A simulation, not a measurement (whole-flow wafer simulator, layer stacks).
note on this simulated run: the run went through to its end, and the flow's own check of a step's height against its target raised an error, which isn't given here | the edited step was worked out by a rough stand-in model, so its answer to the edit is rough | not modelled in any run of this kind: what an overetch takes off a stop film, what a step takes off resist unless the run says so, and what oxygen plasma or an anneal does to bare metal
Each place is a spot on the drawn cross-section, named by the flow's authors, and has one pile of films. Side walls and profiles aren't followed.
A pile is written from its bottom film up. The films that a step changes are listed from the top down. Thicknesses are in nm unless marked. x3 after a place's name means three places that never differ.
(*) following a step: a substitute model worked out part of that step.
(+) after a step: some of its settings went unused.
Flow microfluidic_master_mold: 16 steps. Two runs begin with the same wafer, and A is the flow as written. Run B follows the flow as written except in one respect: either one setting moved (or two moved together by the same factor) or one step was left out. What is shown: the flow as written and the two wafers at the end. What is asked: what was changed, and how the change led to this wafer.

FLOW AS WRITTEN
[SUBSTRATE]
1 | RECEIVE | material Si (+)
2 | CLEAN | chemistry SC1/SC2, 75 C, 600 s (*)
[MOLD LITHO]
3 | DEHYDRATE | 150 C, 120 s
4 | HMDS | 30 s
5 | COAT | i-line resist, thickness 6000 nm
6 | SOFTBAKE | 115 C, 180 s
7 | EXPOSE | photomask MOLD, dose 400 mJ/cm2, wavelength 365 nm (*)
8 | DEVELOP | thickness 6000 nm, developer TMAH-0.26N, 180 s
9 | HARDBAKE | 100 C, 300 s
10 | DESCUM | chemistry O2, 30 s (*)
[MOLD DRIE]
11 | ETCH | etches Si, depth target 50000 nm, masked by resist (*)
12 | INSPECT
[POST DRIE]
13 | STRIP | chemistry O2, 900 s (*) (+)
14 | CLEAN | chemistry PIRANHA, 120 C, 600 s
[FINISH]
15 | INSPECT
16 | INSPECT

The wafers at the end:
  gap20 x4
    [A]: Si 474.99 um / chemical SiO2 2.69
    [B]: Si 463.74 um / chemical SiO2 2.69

What caused this: step 11, ETCH: depth target 61250 nm was run, while the flow as written has depth target 50000 nm.

Step by step, how the change led to this:
  11 | ETCH | etches Si, depth target 50000 nm, masked by resist (*)
      gap20 x4: A chemical SiO2 loses 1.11 (all of it), Si loses 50 um | B chemical SiO2 loses 1.11 (all of it), Si loses 61.25 um
      ridge: A i-line resist loses 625 | B i-line resist loses 765.6
  13 | STRIP | chemistry O2, 900 s (*) (+)
      ridge: A i-line resist loses 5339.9 (all of it), chemical SiO2 gains 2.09, Si loses 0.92 | B i-line resist loses 5199.3 (all of it), chemical SiO2 gains 2.09, Si loses 0.92
